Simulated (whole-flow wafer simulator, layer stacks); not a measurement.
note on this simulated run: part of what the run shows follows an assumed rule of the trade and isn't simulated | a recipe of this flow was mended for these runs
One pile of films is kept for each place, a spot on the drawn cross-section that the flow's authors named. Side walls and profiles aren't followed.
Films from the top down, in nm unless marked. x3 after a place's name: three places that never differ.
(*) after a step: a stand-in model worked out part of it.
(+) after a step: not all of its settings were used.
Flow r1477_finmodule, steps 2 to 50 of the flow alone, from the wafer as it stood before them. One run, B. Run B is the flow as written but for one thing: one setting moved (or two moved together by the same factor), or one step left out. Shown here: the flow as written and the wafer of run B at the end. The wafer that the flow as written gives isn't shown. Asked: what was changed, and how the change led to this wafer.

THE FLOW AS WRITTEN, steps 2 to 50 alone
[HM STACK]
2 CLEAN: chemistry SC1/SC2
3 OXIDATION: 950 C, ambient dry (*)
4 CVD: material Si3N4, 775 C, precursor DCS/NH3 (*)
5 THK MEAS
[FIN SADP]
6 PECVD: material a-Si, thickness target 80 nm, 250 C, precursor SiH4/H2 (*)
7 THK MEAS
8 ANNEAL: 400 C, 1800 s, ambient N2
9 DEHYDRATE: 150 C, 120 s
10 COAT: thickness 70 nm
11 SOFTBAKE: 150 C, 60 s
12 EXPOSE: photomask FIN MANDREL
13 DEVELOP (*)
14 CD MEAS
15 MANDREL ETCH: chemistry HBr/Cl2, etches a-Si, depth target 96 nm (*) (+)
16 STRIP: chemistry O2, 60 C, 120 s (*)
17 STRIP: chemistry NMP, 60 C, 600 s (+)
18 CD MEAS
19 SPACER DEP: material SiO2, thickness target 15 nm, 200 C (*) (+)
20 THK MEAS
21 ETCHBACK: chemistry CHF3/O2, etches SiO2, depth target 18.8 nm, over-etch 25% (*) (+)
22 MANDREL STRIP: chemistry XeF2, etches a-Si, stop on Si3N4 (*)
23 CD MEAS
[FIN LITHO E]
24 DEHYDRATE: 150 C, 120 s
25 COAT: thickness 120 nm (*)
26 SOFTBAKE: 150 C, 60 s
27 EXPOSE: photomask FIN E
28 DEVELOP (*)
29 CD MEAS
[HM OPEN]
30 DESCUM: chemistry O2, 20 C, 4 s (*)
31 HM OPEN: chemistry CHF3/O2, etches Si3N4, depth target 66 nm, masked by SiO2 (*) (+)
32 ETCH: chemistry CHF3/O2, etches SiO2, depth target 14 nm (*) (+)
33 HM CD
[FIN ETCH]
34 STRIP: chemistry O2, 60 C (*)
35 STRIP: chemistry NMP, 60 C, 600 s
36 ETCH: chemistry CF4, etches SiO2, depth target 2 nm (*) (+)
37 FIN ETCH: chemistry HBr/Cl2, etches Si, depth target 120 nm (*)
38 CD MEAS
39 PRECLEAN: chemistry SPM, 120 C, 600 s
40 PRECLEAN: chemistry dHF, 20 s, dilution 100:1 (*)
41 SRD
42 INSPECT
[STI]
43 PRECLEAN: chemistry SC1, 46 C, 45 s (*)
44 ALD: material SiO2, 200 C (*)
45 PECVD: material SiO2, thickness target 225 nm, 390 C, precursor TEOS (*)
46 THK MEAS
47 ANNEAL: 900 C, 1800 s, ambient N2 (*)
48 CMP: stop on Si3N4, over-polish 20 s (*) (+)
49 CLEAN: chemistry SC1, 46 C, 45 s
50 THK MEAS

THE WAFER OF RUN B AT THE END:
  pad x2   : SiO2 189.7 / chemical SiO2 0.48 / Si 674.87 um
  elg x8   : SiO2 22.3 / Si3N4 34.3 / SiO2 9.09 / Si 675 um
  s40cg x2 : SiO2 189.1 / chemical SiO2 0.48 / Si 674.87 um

The cause: step 3, OXIDATION: 942 C was run, where the flow has 950 C.

How the change led to this, step by step:
  3 OXIDATION: 950 C, ambient dry (*)
      pad x2, elg x8, esg x8 and 18 more: SiO2 +9.09 (new film), chemical SiO2 -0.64 (all of it), Si -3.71 (as written it would be: SiO2 +10 (new film), chemical SiO2 -0.64 (all of it), Si -4.12)
  32 ETCH: chemistry CHF3/O2, etches SiO2, depth target 14 nm (*) (+)
      pad x2, esg x8, s40sg x2, s45sg x2, s50sg x2: SiO2 -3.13 (all of it), Si -2.17 (as written it would be: SiO2 -4.05 (all of it), Si -1.99)
      s40cg x2, s45cg x2, s50cg x2: SiO2 -6.09 (all of it), Si -1.58 (as written it would be: SiO2 -7 (all of it), Si -1.4)
